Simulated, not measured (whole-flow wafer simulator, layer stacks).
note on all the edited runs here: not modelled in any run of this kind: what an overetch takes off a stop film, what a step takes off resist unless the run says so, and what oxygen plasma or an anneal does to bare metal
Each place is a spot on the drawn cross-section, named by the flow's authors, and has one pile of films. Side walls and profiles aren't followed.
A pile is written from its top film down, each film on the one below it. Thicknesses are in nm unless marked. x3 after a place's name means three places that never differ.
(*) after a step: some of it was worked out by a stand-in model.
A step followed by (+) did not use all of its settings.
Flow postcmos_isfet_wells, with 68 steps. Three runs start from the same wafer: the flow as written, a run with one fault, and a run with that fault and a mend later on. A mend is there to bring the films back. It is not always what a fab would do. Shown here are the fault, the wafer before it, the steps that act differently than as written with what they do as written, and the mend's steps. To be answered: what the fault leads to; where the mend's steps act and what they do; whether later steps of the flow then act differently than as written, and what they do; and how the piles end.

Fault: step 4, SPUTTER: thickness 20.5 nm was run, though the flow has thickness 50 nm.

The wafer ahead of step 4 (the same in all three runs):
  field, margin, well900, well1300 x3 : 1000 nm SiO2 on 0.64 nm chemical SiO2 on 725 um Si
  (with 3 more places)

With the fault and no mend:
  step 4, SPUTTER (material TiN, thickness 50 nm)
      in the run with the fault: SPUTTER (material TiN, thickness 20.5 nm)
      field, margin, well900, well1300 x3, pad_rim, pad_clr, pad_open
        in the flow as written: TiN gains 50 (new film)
        in the run with the fault: TiN gains 20.5 (new film)
  Later steps of the flow acting differently than as written (not shown: 1 more step that differs only slightly, by at most 2% or 0.5 nm, whichever is larger):
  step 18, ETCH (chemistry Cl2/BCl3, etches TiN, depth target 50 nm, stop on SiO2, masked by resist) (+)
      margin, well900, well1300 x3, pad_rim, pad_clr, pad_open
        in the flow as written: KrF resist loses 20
        in the run with the fault: KrF resist loses 12.3
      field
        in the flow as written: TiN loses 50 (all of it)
        in the run with the fault: TiN loses 20.5 (all of it)
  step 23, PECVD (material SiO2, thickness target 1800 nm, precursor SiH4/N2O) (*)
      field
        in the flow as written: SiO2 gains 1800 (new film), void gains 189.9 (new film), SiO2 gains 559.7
        in the run with the fault: SiO2 gains 1800 (new film), void gains 167.8 (new film), SiO2 gains 552.3
  By the end, the piles at field, margin, well900, well1300 x3, pad_rim, pad_clr, pad_open depart from the flow's by more than 2% or 0.5 nm, whichever is larger.
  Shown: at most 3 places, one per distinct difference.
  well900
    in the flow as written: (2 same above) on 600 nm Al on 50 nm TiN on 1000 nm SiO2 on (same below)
    in the run with the fault: (2 same above) on 600 nm Al on 20.5 nm TiN on 1000 nm SiO2 on (same below)
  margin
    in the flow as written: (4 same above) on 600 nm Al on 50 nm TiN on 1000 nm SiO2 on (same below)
    in the run with the fault: (4 same above) on 600 nm Al on 20.5 nm TiN on 1000 nm SiO2 on (same below)
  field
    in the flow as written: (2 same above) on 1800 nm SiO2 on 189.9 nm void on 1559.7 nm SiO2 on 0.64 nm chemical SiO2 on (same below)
    in the run with the fault: (2 same above) on 1800 nm SiO2 on 167.8 nm void on 1552.3 nm SiO2 on 0.64 nm chemical SiO2 on (same below)

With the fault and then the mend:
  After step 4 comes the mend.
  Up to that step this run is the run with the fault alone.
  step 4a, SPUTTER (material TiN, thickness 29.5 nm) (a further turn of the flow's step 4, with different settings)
      field, margin, well900, well1300 x3, pad_rim, pad_clr, pad_open
        TiN gains 29.5
  None of the later steps of the flow acts differently than as written at any place that is followed.
  The piles end the same as the flow's at every place that both follow.
